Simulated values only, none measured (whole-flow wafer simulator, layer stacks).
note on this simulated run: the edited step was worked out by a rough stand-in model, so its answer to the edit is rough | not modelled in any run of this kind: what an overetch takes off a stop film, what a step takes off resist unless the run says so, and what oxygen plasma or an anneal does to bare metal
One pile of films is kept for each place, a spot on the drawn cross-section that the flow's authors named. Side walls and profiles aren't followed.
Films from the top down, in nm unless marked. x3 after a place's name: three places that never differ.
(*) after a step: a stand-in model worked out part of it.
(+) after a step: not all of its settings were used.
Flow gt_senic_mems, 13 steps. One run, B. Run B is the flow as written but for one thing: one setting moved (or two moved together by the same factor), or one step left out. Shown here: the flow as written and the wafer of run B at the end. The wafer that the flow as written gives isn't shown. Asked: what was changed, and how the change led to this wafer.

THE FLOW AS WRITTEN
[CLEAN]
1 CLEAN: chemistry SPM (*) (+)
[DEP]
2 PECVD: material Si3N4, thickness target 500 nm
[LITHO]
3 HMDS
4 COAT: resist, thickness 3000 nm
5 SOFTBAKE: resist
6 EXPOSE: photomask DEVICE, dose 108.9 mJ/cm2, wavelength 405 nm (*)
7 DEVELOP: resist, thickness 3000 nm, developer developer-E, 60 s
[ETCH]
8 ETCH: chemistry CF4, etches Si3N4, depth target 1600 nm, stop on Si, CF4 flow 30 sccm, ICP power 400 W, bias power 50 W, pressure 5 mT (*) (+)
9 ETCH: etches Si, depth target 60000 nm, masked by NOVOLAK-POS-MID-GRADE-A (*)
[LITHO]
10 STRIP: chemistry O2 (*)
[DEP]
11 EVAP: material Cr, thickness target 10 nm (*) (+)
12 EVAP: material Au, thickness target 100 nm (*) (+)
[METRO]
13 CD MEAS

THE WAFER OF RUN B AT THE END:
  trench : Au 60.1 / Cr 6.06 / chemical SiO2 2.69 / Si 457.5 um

The cause: step 9, ETCH: depth target 67500 nm was run, where the flow has depth target 60000 nm.

How the change led to this, step by step:
  9 ETCH: etches Si, depth target 60000 nm, masked by NOVOLAK-POS-MID-GRADE-A (*)
      field: resist -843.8 (as written it would be: resist -750)
      trench: Si -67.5 um (as written it would be: Si -60 um)
  10 STRIP: chemistry O2 (*)
      field: resist -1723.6 (all of it) (as written it would be: resist -1817.3 (all of it))
  12 EVAP: material Au, thickness target 100 nm (*) (+)
      trench: Au +60.1 (new film) (as written it would be: Au +64.1 (new film))
